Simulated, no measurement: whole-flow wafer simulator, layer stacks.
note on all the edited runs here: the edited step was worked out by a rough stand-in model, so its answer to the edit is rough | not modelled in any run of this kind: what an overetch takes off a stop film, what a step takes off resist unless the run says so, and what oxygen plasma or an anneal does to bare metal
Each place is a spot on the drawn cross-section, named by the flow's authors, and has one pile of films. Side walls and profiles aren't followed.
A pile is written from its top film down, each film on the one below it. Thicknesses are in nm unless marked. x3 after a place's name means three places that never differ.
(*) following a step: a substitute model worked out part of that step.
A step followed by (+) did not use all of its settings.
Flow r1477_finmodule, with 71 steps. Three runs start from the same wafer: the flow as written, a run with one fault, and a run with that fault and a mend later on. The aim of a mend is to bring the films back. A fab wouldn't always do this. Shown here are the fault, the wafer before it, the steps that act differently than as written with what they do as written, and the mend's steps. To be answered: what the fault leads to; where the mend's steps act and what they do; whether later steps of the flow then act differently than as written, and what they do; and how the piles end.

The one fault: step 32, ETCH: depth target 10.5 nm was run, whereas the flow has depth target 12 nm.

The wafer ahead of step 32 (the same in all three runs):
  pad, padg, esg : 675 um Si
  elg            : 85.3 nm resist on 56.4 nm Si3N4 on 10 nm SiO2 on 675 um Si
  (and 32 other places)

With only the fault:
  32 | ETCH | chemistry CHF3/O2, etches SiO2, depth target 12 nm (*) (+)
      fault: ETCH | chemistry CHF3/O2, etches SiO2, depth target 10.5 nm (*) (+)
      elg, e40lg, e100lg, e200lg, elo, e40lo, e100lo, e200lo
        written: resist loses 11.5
        fault: resist loses 10.1
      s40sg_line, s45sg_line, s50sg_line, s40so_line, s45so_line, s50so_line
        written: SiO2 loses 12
        fault: SiO2 loses 10.5
  Every later step of the flow that is run acts as written, at every place that is followed, to within 2% or 0.5 nm, whichever is larger.
  The piles end only slightly different from the flow's at the places that both follow, by no more than 2% or 0.5 nm, whichever is larger.

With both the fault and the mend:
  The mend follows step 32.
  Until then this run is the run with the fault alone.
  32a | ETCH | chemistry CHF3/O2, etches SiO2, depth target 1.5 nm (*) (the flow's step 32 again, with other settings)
      pad, padg, e40sg and 11 more
        Si loses 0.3
      elg, e40lg, e100lg, e200lg, elo, e40lo, e100lo, e200lo
        resist loses 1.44
      s40sg_line, s45sg_line, s50sg_line, s40so_line, s45so_line, s50so_line
        SiO2 loses 1.5
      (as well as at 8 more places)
  Every later step of the flow that is run acts as written, at every place that is followed, to within 2% or 0.5 nm, whichever is larger.
  The piles end only slightly different from the flow's at the places that both follow, by no more than 2% or 0.5 nm, whichever is larger.
